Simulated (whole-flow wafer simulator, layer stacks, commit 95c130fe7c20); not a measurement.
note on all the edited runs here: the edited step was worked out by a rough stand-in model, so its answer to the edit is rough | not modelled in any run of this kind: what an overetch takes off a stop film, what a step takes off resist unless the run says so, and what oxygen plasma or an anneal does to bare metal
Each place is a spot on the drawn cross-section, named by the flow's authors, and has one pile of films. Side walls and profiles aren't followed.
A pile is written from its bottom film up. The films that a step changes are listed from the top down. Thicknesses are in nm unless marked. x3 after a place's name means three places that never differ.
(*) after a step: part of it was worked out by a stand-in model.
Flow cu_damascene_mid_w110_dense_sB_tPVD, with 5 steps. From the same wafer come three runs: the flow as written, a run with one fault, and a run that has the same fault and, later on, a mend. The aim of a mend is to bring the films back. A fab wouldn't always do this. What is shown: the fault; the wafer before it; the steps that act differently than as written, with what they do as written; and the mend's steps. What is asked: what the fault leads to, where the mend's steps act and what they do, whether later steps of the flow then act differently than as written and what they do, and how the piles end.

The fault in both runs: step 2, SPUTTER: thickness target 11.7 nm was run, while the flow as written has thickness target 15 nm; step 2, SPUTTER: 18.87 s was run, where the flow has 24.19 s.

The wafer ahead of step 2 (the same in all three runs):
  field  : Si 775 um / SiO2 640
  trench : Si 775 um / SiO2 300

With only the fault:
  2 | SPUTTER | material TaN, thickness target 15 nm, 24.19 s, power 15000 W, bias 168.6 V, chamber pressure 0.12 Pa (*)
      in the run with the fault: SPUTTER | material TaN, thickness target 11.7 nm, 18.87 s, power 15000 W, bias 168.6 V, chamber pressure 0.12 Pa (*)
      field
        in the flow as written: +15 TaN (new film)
        in the run with the fault: +11.7 TaN (new film)
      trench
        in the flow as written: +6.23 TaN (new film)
        in the run with the fault: +4.86 TaN (new film)
  None of the later steps of the flow differs from how it acts as written, at any place that is followed, by more than 2% or 0.5 nm, whichever is larger.
  The piles end different from the flow's at field, trench by more than 2% or 0.5 nm, whichever is larger.
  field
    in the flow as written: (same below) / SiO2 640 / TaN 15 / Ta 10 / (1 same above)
    in the run with the fault: (same below) / SiO2 640 / TaN 11.7 / Ta 10 / (1 same above)
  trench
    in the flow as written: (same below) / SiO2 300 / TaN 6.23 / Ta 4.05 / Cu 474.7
    in the run with the fault: (same below) / SiO2 300 / TaN 4.86 / Ta 4.09 / Cu 472.8

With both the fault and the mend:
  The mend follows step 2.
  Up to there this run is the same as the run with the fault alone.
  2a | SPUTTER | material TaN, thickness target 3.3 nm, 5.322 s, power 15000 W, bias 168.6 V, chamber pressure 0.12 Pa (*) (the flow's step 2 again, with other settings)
      field
        +3.3 TaN
      trench
        +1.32 TaN
  None of the later steps of the flow differs from how it acts as written, at any place that is followed, by more than 2% or 0.5 nm, whichever is larger.
  The piles end only slightly different from the flow's at the places that both follow, by no more than 2% or 0.5 nm, whichever is larger.
